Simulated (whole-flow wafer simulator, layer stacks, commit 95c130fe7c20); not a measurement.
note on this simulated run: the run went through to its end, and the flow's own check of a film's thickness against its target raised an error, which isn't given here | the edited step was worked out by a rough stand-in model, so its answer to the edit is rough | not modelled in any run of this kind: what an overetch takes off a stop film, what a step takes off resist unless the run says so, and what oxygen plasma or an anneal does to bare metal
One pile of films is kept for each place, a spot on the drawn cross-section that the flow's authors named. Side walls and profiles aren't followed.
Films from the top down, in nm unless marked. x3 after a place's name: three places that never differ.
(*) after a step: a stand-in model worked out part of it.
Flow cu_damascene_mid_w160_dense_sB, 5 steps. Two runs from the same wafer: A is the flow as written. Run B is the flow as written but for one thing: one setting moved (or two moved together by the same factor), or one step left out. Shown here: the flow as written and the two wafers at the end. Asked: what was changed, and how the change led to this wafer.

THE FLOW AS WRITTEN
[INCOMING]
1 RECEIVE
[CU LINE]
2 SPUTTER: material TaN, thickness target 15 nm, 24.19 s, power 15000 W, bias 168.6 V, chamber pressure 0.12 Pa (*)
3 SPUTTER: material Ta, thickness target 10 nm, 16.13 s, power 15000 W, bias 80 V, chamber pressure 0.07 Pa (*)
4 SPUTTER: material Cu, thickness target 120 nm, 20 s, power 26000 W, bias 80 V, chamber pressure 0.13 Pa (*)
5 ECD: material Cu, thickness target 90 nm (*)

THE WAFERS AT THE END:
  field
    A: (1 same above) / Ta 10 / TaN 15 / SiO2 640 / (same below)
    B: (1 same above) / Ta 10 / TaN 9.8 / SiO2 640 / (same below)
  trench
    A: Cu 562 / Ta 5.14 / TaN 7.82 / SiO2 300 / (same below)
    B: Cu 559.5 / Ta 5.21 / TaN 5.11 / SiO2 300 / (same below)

The cause: step 2, SPUTTER: thickness target 9.8 nm was run, where the flow has thickness target 15 nm; step 2, SPUTTER: 15.72 s was run, where the flow has 24.19 s.
It can be read off the wafer: field has TaN 9.8, and step 2 as written asks for 15 nm.

How the change led to this, step by step:
  2 SPUTTER: material TaN, thickness target 15 nm, 24.19 s, power 15000 W, bias 168.6 V, chamber pressure 0.12 Pa (*)
      field: A TaN +15 (new film) | B TaN +9.8 (new film)
      trench: A TaN +7.82 (new film) | B TaN +5.11 (new film)
